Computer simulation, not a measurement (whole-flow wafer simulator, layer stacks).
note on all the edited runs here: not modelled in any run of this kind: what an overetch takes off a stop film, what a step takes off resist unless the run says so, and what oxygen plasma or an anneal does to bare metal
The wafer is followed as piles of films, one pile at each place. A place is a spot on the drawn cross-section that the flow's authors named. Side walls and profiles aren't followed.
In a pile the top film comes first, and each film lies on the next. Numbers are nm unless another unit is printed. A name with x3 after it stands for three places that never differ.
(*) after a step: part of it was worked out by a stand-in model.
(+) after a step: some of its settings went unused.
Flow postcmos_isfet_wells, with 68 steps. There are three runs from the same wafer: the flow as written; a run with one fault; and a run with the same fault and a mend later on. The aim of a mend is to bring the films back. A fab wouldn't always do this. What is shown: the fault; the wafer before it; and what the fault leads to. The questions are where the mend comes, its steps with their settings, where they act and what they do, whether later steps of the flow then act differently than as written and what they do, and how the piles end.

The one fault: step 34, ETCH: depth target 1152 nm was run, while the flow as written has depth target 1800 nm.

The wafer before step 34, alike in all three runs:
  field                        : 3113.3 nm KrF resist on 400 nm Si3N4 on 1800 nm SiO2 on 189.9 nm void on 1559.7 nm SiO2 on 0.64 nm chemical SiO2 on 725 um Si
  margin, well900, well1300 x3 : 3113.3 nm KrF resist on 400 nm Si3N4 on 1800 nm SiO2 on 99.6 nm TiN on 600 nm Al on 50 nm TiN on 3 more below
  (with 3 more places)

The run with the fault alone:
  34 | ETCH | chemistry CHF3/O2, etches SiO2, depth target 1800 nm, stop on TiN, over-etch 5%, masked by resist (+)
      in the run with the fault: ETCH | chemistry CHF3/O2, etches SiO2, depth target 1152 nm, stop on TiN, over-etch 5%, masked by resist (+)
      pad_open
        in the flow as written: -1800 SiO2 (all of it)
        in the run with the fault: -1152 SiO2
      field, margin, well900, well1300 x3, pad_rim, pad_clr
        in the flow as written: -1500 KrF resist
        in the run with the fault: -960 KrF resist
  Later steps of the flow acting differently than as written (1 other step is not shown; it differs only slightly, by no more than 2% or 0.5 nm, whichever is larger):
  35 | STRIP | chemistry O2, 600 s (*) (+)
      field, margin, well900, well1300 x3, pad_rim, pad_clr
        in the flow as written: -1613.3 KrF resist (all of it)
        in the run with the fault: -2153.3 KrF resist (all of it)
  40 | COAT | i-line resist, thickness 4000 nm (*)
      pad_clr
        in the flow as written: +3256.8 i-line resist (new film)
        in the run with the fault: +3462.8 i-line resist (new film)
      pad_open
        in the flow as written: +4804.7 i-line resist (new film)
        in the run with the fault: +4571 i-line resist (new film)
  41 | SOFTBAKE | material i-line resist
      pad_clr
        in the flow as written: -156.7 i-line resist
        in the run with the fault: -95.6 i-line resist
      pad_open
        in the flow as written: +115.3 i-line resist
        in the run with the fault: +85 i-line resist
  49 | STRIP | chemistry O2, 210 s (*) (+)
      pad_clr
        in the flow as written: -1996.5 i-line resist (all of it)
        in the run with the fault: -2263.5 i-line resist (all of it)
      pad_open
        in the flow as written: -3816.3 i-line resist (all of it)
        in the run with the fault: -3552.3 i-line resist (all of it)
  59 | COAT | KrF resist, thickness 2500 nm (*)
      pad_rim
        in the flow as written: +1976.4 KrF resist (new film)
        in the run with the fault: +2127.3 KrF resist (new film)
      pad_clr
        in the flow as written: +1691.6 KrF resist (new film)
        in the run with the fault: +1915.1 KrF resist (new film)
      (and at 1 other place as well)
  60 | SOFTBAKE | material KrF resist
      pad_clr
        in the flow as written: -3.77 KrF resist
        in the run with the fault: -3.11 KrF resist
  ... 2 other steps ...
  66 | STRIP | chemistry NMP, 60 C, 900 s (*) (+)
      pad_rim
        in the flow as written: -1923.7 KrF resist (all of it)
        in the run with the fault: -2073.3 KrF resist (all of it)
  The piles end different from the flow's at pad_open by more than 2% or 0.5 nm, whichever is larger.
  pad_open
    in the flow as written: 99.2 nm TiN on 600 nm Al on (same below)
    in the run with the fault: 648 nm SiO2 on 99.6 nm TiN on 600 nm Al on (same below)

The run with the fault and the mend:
  The mend follows step 34.
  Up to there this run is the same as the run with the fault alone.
  34a | ETCH | chemistry CHF3/O2, etches SiO2, depth target 648 nm, stop on TiN, over-etch 5%, masked by resist (the flow's step 34 again, with other settings)
      field, margin, well900, well1300 x3, pad_rim, pad_clr
        -540 KrF resist
      pad_open
        -648 SiO2 (all of it)
  Later steps of the flow that are run all act as written at every place that is followed.
  The piles end the same as the flow's at every place that both follow.
